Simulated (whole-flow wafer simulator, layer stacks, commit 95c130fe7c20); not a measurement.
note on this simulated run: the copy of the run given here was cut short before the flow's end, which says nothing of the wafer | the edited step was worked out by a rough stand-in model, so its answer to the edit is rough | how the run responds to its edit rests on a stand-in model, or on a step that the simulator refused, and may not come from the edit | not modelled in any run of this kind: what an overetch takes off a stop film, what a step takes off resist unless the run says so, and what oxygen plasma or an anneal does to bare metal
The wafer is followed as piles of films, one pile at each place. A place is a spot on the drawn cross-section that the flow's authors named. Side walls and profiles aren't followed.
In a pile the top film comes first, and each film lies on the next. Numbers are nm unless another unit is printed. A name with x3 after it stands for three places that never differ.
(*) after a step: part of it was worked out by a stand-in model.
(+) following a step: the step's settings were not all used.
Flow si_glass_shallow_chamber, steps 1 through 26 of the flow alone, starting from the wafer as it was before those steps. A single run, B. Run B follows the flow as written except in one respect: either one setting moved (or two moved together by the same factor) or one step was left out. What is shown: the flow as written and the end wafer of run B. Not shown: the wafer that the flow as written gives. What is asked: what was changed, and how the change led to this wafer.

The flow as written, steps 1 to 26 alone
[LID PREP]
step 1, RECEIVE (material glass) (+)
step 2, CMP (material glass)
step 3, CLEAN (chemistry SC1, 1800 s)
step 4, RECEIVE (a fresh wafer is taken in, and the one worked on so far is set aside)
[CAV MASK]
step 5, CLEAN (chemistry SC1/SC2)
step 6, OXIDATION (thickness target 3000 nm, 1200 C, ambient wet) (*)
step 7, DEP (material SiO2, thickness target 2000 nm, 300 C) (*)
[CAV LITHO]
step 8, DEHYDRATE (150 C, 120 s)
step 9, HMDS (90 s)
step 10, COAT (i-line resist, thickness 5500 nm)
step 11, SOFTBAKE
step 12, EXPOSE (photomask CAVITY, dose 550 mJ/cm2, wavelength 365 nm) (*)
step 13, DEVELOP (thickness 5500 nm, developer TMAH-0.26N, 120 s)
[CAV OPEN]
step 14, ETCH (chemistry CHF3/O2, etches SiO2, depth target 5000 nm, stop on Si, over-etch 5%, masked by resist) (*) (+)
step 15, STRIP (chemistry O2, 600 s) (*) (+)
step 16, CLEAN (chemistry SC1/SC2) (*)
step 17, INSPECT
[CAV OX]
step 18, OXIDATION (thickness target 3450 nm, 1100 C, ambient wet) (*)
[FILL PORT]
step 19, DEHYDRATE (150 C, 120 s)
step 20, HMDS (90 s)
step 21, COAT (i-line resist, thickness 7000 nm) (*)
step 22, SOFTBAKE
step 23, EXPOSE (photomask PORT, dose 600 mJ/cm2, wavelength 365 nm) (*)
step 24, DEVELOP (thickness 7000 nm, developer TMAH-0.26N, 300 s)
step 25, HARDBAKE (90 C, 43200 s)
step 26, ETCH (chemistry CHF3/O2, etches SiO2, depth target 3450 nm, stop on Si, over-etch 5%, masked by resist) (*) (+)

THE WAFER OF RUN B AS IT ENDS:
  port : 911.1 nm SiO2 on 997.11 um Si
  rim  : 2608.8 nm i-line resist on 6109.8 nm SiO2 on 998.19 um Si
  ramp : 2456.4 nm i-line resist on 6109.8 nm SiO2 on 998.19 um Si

What caused this: step 26, ETCH: depth target 2418 nm was run, while the flow as written has depth target 3450 nm.

Step by step, how the change led to this:
  step 26, ETCH (chemistry CHF3/O2, etches SiO2, depth target 3450 nm, stop on Si, over-etch 5%, masked by resist) (*) (+)
      port: -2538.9 SiO2 (in the flow as written it would be: -3450 SiO2 (all of it), -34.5 Si)
      rim, ramp, cav, ring: -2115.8 i-line resist (in the flow as written it would be: -3018.8 i-line resist)
      (as well as at 1 more place)
